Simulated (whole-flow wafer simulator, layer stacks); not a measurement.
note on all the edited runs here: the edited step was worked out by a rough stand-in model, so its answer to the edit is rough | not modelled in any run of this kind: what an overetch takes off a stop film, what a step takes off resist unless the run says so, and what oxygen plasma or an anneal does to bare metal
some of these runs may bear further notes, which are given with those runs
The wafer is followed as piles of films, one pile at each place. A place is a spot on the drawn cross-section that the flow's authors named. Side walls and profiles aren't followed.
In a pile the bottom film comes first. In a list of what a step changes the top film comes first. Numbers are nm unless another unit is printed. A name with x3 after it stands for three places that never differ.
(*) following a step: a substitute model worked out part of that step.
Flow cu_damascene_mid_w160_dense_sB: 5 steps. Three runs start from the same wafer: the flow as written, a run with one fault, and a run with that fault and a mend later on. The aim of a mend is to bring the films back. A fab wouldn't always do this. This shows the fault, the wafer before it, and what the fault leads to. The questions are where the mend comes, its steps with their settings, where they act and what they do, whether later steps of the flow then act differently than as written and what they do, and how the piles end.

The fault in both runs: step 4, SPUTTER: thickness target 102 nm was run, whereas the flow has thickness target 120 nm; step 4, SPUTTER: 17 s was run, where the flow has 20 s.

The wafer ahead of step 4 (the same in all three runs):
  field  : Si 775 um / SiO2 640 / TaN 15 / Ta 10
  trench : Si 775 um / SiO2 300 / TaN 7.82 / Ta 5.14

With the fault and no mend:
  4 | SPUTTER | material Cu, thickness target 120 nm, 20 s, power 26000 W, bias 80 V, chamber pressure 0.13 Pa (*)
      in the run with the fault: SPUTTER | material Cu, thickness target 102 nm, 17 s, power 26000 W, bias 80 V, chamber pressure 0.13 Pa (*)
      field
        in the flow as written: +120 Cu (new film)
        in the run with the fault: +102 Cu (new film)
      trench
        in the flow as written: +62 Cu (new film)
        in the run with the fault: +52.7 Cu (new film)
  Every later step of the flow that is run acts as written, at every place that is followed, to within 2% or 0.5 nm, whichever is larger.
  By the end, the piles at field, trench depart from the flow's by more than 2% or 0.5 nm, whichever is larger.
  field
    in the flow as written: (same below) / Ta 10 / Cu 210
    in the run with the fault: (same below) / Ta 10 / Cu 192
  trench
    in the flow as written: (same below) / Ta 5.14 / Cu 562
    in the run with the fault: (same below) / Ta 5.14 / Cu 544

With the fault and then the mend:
  The mend stands after step 4.
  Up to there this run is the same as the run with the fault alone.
  4a | SPUTTER | material Cu, thickness target 18 nm, 3 s, power 26000 W, bias 80 V, chamber pressure 0.13 Pa (*) (the flow's step 4, run once more with other settings)
      field
        +18 Cu
      trench
        +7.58 Cu
  Every later step of the flow that is run acts as written, at every place that is followed, to within 2% or 0.5 nm, whichever is larger.
  At every place that both follow, the piles at the end match the flow's.
